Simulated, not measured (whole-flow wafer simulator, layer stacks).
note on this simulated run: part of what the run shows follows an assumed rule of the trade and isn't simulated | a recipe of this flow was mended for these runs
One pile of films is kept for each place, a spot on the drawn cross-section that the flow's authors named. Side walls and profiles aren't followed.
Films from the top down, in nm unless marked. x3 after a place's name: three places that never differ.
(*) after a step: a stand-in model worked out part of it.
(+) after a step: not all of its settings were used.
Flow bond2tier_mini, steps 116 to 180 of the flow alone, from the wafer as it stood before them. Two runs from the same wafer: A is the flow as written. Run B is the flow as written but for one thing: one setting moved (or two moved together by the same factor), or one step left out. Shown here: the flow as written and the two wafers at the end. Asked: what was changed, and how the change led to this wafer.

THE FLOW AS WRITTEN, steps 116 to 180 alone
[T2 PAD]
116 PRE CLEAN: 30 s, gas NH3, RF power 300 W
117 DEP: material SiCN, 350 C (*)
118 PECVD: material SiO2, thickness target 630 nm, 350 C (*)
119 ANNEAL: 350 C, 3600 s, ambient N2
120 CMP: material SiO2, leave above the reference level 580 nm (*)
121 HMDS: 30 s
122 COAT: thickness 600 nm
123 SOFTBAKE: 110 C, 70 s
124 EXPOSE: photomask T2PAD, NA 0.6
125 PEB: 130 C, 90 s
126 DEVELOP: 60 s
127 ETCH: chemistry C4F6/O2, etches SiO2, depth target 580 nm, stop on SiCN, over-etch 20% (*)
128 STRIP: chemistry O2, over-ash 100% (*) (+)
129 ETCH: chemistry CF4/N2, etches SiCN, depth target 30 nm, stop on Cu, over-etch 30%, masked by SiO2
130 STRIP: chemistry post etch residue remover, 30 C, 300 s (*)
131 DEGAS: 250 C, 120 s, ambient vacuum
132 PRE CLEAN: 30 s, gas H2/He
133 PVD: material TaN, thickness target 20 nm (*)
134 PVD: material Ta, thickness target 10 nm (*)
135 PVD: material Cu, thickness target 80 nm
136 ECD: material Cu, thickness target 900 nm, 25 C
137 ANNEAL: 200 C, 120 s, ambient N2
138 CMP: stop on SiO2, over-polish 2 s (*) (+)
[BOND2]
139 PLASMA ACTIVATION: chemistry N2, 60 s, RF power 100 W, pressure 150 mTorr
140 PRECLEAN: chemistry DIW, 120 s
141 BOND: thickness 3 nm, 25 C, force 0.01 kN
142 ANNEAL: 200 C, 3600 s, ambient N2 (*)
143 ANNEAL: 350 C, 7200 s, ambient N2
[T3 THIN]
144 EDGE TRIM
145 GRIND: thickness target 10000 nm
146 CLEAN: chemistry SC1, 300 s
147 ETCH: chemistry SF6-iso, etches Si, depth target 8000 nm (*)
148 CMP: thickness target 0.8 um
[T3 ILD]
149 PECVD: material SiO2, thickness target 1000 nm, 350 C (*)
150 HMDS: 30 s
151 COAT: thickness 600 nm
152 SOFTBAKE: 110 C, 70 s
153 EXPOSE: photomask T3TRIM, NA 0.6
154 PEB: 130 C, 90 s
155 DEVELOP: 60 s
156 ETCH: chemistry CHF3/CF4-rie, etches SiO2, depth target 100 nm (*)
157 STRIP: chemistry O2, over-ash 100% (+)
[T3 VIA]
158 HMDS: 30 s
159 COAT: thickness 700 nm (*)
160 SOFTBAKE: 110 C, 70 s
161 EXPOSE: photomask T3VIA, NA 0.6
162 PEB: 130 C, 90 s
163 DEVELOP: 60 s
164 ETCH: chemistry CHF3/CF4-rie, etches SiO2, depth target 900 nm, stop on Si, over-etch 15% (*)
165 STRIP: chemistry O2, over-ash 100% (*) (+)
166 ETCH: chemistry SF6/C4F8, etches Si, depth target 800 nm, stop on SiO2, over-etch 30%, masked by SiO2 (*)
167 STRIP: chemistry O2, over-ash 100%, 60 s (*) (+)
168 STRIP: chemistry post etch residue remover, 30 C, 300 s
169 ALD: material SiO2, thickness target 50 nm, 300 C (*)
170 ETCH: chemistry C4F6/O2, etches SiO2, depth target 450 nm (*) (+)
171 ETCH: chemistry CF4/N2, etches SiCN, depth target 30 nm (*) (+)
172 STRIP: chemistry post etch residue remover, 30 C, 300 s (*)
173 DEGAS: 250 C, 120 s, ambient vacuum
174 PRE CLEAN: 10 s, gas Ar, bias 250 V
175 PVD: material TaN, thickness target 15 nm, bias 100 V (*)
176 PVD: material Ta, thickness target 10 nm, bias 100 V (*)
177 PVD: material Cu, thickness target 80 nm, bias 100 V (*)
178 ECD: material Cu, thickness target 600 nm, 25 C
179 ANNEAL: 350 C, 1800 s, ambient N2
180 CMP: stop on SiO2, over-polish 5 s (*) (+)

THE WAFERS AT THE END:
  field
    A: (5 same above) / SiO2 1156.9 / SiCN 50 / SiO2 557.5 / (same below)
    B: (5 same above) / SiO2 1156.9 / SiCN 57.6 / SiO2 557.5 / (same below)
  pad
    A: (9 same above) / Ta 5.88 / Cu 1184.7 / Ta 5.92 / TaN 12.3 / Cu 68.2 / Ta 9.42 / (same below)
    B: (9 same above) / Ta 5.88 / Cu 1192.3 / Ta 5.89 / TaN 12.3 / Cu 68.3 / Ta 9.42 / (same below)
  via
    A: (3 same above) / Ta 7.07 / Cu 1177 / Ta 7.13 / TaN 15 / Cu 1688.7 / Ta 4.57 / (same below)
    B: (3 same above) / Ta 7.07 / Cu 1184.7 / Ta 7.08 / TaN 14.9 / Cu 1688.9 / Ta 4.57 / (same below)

The cause: step 117, DEP: 316 C was run, where the flow has 350 C.

How the change led to this, step by step:
  117 DEP: material SiCN, 350 C (*)
      field, pad, via: A SiCN +50 (new film) | B SiCN +57.6 (new film)
  129 ETCH: chemistry CF4/N2, etches SiCN, depth target 30 nm, stop on Cu, over-etch 30%, masked by SiO2
      pad: A SiCN -30.4 (all of it), Cu -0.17 | B SiCN -38.1 (all of it)
      via: A SiCN -30.4 (all of it), Cu -0.17 | B SiCN -38.1 (all of it), Cu -0.02
